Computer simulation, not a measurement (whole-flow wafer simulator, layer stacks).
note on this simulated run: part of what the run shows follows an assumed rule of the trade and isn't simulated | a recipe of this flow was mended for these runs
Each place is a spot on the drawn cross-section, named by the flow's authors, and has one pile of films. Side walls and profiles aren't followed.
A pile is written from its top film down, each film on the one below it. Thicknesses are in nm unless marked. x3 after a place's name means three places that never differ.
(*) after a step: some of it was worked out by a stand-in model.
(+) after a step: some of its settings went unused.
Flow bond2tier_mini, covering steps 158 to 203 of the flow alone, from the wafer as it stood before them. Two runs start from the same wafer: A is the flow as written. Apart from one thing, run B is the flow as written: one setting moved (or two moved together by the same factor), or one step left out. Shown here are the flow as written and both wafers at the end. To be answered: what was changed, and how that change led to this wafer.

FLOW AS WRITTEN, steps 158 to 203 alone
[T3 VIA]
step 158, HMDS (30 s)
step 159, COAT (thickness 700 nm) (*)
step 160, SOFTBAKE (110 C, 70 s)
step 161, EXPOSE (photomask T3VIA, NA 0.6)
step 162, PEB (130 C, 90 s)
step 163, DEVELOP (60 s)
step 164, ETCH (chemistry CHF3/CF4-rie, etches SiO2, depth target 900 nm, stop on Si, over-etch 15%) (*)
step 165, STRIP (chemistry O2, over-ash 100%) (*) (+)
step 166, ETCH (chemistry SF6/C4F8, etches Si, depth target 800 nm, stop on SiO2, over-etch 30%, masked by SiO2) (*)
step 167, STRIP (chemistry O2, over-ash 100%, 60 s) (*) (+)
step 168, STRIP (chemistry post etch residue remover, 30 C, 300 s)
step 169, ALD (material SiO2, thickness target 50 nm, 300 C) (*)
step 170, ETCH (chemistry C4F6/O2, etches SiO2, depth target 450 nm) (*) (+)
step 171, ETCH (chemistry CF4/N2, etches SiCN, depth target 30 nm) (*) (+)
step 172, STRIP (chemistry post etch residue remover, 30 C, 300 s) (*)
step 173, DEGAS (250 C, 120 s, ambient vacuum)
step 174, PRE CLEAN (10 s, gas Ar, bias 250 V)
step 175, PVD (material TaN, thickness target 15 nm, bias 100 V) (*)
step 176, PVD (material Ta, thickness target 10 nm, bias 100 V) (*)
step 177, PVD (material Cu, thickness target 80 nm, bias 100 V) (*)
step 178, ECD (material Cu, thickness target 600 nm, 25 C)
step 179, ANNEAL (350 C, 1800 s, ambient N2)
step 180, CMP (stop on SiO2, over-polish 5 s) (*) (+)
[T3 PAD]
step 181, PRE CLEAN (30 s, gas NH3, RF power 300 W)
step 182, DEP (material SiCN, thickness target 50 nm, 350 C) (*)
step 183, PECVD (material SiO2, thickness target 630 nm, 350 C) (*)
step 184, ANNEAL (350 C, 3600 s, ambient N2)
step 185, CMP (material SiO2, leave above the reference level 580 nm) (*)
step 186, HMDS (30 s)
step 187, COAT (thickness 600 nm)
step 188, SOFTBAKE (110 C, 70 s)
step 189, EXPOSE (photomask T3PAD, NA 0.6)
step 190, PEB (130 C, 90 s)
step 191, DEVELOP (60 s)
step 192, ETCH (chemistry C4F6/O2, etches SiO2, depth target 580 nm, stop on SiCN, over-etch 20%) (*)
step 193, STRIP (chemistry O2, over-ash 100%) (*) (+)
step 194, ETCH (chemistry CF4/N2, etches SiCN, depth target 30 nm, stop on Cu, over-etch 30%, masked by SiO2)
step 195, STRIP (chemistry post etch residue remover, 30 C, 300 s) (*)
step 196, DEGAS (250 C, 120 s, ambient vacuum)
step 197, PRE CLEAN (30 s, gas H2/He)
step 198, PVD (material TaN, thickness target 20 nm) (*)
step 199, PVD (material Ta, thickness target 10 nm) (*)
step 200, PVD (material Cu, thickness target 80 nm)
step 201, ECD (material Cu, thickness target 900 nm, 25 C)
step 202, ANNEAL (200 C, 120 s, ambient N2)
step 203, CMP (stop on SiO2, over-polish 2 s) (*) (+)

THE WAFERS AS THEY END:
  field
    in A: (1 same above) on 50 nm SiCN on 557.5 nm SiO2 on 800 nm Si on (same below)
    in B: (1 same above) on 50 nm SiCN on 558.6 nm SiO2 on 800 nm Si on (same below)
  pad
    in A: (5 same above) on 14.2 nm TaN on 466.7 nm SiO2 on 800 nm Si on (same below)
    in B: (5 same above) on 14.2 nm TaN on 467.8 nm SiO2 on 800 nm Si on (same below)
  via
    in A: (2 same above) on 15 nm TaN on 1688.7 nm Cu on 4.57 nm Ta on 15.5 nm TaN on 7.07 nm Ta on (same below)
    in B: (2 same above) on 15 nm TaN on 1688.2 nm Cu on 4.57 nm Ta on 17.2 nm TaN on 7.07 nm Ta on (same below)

What caused this: step 174, PRE CLEAN: bias 138 V was run, while the flow as written has bias 250 V.

Step by step, how the change led to this:
  step 174, PRE CLEAN (10 s, gas Ar, bias 250 V)
      field, pad: A SiO2 loses 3 | B SiO2 loses 1.9
      via: A TaN loses 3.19 | B TaN loses 1.55
